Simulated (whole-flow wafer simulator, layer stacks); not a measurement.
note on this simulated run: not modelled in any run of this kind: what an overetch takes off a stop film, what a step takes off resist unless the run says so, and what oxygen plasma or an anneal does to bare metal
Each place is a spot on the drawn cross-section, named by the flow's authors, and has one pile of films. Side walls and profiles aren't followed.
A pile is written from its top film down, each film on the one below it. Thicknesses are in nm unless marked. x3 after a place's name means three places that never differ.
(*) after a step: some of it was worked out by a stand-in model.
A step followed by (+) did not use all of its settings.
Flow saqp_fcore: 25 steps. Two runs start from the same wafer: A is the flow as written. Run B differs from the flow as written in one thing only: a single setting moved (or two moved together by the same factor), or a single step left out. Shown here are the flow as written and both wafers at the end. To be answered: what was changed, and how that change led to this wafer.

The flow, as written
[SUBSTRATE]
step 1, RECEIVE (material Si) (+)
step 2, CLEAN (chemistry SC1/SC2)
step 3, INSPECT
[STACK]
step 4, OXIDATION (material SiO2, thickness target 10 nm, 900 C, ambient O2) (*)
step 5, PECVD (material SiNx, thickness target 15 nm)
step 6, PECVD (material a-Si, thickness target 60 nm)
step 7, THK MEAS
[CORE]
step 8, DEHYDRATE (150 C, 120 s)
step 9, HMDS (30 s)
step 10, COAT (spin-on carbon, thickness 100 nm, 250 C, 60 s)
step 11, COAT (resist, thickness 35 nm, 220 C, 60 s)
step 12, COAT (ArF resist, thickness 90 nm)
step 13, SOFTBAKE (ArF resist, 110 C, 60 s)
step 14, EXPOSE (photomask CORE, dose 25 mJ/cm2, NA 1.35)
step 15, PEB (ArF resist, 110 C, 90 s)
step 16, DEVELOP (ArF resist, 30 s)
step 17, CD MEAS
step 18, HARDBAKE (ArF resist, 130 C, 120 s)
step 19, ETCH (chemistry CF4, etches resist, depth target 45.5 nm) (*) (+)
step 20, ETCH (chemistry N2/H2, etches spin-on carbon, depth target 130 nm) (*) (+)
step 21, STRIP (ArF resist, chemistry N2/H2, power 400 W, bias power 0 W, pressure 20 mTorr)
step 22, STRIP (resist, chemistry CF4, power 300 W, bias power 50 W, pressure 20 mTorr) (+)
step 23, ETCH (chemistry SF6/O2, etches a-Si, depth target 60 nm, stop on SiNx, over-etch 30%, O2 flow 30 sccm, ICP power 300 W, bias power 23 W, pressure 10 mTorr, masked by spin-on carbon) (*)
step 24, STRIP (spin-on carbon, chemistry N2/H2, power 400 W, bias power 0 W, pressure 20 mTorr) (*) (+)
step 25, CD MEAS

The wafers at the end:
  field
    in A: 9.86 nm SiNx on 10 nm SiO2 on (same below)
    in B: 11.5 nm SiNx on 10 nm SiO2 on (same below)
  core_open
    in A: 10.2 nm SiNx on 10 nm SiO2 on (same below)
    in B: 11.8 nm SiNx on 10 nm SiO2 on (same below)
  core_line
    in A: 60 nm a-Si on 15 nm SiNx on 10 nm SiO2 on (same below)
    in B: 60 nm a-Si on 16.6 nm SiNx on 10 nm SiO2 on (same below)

What caused this: step 5, PECVD: thickness target 16.6 nm was run, whereas the flow has thickness target 15 nm.
One can read it off the wafer: core_line has SiNx 16.6, and step 5 as written asks for 15 nm.

Step by step, how the change led to this:
  step 5, PECVD (material SiNx, thickness target 15 nm)
      field, core_open, core_line: A +15 SiNx (new film) | B +16.6 SiNx (new film)
